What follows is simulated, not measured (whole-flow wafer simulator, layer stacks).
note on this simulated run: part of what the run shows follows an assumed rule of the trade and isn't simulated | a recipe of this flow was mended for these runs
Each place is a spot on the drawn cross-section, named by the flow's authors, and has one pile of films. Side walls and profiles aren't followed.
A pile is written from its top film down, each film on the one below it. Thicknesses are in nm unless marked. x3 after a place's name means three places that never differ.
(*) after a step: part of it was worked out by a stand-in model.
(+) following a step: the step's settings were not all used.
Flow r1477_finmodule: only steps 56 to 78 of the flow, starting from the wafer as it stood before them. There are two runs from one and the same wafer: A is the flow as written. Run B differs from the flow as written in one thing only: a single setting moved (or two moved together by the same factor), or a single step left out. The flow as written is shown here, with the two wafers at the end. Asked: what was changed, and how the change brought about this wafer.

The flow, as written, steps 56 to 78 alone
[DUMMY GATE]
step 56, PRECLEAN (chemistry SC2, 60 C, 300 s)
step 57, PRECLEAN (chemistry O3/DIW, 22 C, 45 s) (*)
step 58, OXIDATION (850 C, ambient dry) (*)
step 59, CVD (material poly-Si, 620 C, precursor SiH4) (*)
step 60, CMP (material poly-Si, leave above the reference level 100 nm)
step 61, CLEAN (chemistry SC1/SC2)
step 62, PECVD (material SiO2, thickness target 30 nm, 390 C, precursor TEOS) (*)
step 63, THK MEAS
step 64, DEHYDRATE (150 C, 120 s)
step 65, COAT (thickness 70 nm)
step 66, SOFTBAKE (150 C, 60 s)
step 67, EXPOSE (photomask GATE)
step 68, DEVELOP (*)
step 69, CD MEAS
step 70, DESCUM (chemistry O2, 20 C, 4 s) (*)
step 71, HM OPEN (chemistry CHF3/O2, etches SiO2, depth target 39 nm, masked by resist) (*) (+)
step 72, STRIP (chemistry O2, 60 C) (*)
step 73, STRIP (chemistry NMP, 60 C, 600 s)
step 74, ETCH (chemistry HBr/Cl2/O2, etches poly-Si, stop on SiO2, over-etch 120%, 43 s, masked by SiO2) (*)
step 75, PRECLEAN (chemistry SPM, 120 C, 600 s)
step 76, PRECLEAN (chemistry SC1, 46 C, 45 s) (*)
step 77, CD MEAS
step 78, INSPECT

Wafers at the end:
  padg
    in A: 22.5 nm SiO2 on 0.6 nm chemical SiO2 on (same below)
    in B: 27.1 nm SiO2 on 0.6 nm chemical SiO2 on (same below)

Cause: step 62, PECVD: thickness target 34.6 nm was run, though the flow has thickness target 30 nm.

How this came from the change, step by step:
  step 62, PECVD (material SiO2, thickness target 30 nm, 390 C, precursor TEOS) (*)
      pad, padg, elg x7 and 27 more: A SiO2 gains 30 (new film) | B SiO2 gains 34.6 (new film)
  step 71, HM OPEN (chemistry CHF3/O2, etches SiO2, depth target 39 nm, masked by resist) (*) (+)
      pad, elo x7, eso x6, e200so, s40co x3: A SiO2 loses 30 (all of it), chemical SiO2 loses 0.6 (all of it), poly-Si loses 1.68 | B SiO2 loses 34.6 (all of it), chemical SiO2 loses 0.6 (all of it), poly-Si loses 0.76
